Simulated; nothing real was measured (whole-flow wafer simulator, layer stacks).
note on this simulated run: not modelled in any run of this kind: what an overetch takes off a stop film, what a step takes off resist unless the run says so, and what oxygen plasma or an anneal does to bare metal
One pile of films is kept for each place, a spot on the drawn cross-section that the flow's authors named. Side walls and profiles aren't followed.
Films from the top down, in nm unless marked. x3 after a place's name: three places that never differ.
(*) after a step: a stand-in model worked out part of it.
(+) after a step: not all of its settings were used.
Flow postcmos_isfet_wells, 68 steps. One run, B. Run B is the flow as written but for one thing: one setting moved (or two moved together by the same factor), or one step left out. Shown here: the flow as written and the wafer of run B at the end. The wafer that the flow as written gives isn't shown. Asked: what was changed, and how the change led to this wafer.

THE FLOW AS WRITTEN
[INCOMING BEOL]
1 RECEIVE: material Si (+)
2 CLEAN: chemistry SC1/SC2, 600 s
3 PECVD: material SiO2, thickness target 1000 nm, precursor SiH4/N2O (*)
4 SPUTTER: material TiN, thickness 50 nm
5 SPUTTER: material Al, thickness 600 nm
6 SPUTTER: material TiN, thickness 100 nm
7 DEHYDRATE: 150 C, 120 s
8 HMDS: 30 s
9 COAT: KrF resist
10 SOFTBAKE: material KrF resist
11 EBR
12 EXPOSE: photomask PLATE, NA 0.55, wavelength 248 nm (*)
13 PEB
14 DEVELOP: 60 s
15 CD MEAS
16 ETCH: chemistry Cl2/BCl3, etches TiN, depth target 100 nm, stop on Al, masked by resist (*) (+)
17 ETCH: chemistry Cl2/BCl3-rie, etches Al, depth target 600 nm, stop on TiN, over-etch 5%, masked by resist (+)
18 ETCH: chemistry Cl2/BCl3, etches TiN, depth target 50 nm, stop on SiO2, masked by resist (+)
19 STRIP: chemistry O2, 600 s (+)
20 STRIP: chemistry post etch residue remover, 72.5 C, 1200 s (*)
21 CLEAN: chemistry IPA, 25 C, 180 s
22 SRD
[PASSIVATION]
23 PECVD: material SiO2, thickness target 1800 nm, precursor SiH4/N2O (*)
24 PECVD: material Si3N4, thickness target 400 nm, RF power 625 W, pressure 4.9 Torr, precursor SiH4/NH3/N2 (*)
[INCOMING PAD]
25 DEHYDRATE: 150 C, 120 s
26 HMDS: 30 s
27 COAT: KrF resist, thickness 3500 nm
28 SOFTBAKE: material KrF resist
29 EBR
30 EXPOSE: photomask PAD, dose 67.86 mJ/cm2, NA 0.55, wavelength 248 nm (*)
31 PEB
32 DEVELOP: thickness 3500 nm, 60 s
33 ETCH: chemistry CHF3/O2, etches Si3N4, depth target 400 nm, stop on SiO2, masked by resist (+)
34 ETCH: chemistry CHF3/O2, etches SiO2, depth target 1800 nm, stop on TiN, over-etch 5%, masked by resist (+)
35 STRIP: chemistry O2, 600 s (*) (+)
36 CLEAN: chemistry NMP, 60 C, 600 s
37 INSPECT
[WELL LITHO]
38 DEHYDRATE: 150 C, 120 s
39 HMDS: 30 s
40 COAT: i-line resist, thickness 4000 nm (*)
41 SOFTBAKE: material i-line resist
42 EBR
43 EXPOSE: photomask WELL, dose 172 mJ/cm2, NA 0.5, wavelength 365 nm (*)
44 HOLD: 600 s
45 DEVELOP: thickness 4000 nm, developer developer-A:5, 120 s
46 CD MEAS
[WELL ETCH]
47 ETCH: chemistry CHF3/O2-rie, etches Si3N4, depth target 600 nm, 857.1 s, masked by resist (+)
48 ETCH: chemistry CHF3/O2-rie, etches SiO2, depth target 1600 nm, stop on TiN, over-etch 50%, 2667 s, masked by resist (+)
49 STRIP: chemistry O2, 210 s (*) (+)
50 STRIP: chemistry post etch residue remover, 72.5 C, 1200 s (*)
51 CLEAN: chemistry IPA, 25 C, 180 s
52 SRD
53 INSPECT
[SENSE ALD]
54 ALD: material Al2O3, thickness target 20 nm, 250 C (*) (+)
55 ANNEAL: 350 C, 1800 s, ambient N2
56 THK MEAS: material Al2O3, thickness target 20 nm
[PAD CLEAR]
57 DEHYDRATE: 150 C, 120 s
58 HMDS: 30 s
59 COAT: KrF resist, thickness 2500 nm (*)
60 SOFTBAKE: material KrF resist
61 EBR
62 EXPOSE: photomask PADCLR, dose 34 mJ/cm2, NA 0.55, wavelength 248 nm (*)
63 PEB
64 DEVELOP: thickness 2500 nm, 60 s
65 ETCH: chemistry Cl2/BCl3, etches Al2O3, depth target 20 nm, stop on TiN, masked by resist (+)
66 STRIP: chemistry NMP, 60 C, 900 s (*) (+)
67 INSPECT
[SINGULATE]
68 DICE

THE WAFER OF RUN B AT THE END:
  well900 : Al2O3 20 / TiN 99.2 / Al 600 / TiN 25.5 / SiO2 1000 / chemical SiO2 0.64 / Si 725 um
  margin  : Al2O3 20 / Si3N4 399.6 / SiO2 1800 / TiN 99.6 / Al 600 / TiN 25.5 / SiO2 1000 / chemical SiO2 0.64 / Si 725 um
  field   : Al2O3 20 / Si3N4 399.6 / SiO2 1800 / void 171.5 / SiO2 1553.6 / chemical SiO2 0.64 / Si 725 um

The cause: step 4, SPUTTER: thickness 25.5 nm was run, where the flow has thickness 50 nm.
It can be read off the wafer: well900 has TiN 25.5, and step 4 as written asks for 50 nm.

How the change led to this, step by step:
  4 SPUTTER: material TiN, thickness 50 nm
      field, margin, well900, well1300 x3, pad_rim, pad_clr, pad_open: TiN +25.5 (new film) (as written it would be: TiN +50 (new film))
  18 ETCH: chemistry Cl2/BCl3, etches TiN, depth target 50 nm, stop on SiO2, masked by resist (+)
      margin, well900, well1300 x3, pad_rim, pad_clr, pad_open: KrF resist -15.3 (as written it would be: KrF resist -20)
      field: TiN -25.5 (all of it) (as written it would be: TiN -50 (all of it))
  23 PECVD: material SiO2, thickness target 1800 nm, precursor SiH4/N2O (*)
      field: SiO2 +1800 (new film), void +171.5 (new film), SiO2 +553.6 (as written it would be: SiO2 +1800 (new film), void +189.9 (new film), SiO2 +559.7)
